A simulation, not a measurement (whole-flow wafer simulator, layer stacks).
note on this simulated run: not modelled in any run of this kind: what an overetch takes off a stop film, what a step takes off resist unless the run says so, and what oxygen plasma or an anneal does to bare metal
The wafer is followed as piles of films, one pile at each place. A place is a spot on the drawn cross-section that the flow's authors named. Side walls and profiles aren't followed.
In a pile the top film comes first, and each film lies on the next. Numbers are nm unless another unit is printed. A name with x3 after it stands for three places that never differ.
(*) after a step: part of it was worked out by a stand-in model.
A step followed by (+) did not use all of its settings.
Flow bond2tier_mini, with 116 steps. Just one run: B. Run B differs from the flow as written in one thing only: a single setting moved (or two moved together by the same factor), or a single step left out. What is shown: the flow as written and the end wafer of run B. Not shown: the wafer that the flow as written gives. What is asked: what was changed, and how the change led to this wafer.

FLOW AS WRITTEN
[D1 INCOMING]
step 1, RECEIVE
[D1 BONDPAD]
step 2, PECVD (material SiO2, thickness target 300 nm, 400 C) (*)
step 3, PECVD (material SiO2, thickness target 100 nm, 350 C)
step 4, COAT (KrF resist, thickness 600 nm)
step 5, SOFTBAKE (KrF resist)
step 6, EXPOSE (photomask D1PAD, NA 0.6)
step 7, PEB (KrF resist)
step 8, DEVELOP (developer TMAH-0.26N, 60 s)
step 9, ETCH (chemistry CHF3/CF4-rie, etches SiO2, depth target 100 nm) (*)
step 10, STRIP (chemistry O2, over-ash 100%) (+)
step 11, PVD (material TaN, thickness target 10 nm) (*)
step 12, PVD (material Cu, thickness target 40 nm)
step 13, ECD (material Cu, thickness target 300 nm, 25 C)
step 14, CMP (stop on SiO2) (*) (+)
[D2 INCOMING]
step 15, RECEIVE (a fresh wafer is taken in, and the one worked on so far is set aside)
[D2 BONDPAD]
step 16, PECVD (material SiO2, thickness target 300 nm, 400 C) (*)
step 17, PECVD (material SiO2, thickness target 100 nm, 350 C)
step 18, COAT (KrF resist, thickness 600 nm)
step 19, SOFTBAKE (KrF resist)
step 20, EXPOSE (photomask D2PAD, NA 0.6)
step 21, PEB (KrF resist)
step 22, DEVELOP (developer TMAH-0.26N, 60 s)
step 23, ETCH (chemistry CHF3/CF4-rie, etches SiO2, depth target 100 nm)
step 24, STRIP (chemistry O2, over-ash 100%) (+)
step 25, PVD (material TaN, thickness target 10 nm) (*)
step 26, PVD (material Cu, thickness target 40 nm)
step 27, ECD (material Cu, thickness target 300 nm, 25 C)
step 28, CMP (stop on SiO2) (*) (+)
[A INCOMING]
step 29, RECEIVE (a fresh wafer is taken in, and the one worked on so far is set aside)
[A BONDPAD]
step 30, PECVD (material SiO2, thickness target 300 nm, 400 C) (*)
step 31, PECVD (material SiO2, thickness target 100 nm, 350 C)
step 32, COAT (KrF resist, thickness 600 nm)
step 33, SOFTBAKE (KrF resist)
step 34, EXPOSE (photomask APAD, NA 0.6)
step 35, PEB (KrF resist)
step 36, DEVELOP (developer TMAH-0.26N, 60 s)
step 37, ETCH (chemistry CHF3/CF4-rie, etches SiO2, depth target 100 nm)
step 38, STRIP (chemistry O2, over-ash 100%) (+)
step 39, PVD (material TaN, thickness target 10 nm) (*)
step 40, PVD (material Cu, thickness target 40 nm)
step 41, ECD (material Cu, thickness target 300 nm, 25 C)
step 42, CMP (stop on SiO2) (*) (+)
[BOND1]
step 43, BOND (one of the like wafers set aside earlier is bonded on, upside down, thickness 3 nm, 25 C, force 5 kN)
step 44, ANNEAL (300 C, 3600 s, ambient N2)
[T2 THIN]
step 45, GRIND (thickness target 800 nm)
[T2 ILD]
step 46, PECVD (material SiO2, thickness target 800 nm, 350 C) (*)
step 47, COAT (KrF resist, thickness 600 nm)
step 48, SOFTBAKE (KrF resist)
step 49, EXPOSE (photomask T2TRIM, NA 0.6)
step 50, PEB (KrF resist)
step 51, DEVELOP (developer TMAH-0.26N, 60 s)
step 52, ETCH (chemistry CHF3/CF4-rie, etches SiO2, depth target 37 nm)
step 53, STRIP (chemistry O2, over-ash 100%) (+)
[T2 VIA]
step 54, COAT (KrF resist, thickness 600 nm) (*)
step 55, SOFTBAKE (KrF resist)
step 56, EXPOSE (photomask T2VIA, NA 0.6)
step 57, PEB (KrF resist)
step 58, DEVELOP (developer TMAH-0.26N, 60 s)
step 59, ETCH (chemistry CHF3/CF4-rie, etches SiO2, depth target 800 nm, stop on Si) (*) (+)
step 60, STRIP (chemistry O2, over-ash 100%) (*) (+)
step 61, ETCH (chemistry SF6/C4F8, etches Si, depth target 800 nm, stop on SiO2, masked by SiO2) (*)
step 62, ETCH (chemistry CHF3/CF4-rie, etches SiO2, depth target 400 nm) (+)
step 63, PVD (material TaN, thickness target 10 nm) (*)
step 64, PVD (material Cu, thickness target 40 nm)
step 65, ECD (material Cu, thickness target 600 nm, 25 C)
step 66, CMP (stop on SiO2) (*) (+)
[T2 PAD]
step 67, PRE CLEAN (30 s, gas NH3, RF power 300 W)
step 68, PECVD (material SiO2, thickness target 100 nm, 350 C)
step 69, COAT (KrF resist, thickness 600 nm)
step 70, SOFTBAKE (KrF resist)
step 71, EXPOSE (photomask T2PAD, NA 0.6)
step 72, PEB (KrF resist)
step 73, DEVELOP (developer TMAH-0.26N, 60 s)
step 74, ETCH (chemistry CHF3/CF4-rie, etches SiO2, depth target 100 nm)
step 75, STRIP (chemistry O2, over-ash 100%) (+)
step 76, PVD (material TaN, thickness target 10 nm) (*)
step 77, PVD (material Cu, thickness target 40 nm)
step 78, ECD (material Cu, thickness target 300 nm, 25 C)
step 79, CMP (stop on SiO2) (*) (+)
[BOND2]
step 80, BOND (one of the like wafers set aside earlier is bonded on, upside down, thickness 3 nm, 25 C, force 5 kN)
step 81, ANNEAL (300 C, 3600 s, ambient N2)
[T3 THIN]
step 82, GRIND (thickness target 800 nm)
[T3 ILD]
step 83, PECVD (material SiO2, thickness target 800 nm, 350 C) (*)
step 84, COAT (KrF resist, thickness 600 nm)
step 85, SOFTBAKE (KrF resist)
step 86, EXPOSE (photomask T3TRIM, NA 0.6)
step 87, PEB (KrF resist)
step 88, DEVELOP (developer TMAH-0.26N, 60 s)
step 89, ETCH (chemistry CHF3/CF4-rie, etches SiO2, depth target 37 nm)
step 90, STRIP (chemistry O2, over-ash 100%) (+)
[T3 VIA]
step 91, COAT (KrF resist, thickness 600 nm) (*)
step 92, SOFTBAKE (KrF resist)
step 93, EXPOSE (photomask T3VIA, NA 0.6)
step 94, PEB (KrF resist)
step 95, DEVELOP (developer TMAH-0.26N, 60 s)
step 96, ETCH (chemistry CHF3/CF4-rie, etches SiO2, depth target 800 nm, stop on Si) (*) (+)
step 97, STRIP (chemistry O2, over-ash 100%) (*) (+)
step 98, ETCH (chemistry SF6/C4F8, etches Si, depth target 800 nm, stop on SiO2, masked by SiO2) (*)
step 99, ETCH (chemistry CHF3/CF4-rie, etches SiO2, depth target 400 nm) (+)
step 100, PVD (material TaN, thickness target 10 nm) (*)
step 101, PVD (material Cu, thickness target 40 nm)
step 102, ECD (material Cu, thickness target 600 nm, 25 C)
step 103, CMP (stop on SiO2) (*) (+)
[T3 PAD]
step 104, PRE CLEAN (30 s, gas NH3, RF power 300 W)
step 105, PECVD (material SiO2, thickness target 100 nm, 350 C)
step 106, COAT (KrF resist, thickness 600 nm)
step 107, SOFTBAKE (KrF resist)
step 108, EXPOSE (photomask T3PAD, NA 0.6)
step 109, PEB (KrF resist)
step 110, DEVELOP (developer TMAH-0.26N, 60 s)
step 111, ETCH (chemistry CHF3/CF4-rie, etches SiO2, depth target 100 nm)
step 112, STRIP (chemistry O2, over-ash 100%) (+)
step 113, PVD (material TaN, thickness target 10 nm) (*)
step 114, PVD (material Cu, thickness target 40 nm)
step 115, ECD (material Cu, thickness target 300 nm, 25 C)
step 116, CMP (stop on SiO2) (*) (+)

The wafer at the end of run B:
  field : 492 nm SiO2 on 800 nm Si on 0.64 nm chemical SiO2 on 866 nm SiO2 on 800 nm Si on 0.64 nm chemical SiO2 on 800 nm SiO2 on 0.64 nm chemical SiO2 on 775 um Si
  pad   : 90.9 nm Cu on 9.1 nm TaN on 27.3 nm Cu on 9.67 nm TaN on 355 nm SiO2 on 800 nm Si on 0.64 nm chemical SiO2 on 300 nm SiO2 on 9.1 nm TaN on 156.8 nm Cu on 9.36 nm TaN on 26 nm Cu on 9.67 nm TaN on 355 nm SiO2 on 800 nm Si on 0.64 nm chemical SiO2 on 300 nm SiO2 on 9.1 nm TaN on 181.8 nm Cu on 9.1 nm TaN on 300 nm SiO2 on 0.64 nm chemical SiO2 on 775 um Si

Cause: step 68, PECVD: thickness target 74 nm was run, whereas the flow has thickness target 100 nm.

Step by step, how the change led to this:
  step 68, PECVD (material SiO2, thickness target 100 nm, 350 C)
      field: SiO2 gains 74 (in the flow as written it would be: SiO2 gains 100)
      pad: SiO2 gains 74 (new film) (in the flow as written it would be: SiO2 gains 100 (new film))
  step 74, ETCH (chemistry CHF3/CF4-rie, etches SiO2, depth target 100 nm)
      pad: SiO2 loses 74 (all of it), Cu loses 1.3 (in the flow as written it would be: SiO2 loses 100 (all of it))
  step 77, PVD (material Cu, thickness target 40 nm)
      pad: Cu gains 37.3 (new film) (in the flow as written it would be: Cu gains 36.4 (new film))
  step 78, ECD (material Cu, thickness target 300 nm, 25 C)
      pad: Cu gains 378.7 (in the flow as written it would be: Cu gains 404.5)
